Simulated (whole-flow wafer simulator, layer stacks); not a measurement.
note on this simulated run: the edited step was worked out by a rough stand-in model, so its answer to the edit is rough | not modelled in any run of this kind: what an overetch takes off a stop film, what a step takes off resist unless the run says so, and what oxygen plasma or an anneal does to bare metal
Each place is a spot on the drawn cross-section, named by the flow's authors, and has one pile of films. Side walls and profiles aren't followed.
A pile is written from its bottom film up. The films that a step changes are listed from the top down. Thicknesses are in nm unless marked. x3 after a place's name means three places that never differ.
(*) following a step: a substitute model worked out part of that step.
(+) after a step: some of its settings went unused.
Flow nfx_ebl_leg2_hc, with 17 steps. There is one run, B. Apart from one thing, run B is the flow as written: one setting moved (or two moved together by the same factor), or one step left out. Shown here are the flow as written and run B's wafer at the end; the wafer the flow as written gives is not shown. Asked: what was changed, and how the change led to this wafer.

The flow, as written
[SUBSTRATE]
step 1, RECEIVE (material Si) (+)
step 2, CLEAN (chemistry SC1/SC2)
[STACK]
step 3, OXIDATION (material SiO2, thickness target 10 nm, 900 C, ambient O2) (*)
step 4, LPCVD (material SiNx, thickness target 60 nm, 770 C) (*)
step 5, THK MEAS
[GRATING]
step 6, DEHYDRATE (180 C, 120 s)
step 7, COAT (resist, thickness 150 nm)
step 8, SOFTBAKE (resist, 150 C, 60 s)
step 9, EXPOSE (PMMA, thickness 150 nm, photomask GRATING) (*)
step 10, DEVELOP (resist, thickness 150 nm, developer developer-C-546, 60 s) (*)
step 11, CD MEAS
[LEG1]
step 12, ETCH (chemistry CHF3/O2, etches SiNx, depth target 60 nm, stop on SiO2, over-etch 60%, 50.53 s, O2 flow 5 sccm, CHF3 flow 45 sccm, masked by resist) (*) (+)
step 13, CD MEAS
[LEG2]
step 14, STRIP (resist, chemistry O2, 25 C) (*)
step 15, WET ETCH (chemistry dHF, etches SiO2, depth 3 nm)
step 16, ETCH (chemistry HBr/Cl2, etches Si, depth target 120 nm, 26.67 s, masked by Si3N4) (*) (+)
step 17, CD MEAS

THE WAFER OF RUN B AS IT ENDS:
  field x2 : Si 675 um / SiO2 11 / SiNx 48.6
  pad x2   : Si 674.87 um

What caused this: step 3, OXIDATION: thickness target 11 nm was run, though the flow has thickness target 10 nm.
The wafer itself shows it: field x2 has SiO2 11, and step 3 as written asks for 10 nm.

Step by step, how the change led to this:
  step 3, OXIDATION (material SiO2, thickness target 10 nm, 900 C, ambient O2) (*)
      field x2, pad x2: SiO2 gains 11 (new film), chemical SiO2 loses 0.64 (all of it), Si loses 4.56 (as written it would have been: SiO2 gains 10 (new film), chemical SiO2 loses 0.64 (all of it), Si loses 4.12)
  step 12, ETCH (chemistry CHF3/O2, etches SiNx, depth target 60 nm, stop on SiO2, over-etch 60%, 50.53 s, O2 flow 5 sccm, CHF3 flow 45 sccm, masked by resist) (*) (+)
      pad x2: SiNx loses 60 (all of it), SiO2 loses 11 (all of it) (as written it would have been: SiNx loses 60 (all of it), SiO2 loses 10 (all of it))
